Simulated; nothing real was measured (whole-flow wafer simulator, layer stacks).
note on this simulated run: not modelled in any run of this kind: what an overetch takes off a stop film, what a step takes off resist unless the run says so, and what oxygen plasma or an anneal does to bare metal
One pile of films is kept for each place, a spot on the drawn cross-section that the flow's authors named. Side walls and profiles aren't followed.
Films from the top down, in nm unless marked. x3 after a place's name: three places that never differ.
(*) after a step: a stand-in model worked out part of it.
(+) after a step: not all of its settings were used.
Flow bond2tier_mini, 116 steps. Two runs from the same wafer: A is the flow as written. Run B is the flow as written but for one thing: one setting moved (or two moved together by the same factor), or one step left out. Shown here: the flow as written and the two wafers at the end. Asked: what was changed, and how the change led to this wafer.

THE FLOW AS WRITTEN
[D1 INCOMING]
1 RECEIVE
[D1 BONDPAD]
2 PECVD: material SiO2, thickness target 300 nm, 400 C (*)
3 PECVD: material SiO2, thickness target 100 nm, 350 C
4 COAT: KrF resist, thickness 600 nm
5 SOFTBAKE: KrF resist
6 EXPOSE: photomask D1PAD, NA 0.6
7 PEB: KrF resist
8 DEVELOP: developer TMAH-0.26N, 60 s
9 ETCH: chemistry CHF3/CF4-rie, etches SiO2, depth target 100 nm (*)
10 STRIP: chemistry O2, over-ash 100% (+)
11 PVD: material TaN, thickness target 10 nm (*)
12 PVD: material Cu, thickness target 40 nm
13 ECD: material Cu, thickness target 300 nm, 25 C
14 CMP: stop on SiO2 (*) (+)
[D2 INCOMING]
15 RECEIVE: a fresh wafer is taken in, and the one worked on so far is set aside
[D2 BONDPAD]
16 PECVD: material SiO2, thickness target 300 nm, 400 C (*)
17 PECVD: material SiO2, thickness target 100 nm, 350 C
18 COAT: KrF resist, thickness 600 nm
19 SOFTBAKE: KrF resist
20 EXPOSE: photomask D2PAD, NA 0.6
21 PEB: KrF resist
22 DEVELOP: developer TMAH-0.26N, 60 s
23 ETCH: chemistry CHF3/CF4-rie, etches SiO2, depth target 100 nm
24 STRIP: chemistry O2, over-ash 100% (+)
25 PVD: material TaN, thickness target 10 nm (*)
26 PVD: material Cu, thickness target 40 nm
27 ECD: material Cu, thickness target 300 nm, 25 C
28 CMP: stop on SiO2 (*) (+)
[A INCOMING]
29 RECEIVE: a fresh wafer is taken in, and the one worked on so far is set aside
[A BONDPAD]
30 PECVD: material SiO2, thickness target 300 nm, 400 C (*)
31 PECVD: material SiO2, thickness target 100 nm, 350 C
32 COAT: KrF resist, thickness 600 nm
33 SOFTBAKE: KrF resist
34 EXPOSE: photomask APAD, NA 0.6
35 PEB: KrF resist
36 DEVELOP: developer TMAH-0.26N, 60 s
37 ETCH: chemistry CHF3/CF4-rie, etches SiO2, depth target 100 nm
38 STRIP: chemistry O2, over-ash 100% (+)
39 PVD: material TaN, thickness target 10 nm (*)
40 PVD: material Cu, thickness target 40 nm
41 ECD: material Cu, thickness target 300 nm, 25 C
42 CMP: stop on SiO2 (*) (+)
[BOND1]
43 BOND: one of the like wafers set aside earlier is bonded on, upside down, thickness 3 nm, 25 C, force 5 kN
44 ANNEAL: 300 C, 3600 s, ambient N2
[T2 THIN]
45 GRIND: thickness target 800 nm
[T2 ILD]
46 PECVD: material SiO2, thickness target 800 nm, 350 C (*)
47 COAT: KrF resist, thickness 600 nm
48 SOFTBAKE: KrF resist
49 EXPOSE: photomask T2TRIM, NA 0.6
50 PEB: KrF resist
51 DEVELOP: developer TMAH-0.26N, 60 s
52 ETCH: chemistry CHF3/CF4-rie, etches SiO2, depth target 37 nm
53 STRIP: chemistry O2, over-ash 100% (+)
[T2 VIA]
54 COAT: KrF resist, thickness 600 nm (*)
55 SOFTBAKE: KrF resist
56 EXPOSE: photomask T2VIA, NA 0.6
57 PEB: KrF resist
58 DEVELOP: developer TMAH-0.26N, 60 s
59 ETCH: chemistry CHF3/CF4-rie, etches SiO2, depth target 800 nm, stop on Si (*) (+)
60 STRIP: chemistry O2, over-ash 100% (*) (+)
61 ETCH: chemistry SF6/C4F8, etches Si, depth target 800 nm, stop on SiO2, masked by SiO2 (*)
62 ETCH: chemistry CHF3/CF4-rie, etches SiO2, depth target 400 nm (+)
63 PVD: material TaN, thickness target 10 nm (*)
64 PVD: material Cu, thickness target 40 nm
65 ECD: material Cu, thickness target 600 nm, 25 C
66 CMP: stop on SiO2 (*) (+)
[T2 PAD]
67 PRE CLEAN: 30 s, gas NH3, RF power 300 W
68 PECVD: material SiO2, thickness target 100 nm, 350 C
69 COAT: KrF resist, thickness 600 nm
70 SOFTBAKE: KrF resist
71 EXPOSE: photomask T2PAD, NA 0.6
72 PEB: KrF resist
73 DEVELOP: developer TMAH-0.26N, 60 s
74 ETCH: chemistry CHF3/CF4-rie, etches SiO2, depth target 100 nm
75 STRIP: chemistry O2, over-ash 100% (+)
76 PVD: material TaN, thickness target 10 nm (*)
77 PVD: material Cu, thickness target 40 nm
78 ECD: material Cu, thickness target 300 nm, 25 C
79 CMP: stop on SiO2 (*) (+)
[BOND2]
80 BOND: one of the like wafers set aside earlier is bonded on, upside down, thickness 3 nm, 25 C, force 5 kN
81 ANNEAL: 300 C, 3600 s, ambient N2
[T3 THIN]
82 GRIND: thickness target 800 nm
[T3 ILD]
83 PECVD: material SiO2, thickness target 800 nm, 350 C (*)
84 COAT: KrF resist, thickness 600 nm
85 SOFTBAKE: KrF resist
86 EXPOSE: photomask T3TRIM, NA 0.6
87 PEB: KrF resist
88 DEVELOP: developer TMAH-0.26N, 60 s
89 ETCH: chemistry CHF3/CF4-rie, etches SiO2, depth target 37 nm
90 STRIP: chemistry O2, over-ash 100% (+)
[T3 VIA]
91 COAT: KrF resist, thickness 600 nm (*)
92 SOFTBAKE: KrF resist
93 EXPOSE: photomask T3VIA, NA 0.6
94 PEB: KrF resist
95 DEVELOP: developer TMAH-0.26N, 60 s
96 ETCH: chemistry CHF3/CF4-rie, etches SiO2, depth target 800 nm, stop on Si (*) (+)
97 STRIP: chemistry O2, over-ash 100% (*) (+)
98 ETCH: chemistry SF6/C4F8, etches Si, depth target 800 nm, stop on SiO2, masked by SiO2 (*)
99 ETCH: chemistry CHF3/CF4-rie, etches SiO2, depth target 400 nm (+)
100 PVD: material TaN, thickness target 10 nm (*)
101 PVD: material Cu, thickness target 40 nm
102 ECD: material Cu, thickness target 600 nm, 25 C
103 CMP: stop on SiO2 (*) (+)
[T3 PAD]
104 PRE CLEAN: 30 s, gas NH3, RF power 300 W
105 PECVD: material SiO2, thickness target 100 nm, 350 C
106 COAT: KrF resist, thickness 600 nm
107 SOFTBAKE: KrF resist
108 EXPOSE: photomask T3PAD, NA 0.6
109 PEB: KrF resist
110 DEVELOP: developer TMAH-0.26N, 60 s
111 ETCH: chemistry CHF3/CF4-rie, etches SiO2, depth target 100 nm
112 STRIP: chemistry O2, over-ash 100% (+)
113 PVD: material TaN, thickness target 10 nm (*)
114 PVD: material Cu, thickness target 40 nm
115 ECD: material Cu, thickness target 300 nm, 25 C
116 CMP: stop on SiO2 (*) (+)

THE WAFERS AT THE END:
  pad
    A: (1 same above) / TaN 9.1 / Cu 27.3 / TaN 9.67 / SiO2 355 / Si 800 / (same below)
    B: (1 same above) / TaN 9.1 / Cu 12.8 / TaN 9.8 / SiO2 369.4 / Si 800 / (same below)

The cause: step 89, ETCH: depth target 22.6 nm was run, where the flow has depth target 37 nm.

How the change led to this, step by step:
  89 ETCH: chemistry CHF3/CF4-rie, etches SiO2, depth target 37 nm
      field: A KrF resist -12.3 | B KrF resist -7.53
      pad: A SiO2 -37 | B SiO2 -22.6
  102 ECD: material Cu, thickness target 600 nm, 25 C
      pad: A Cu +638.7 | B Cu +623.6
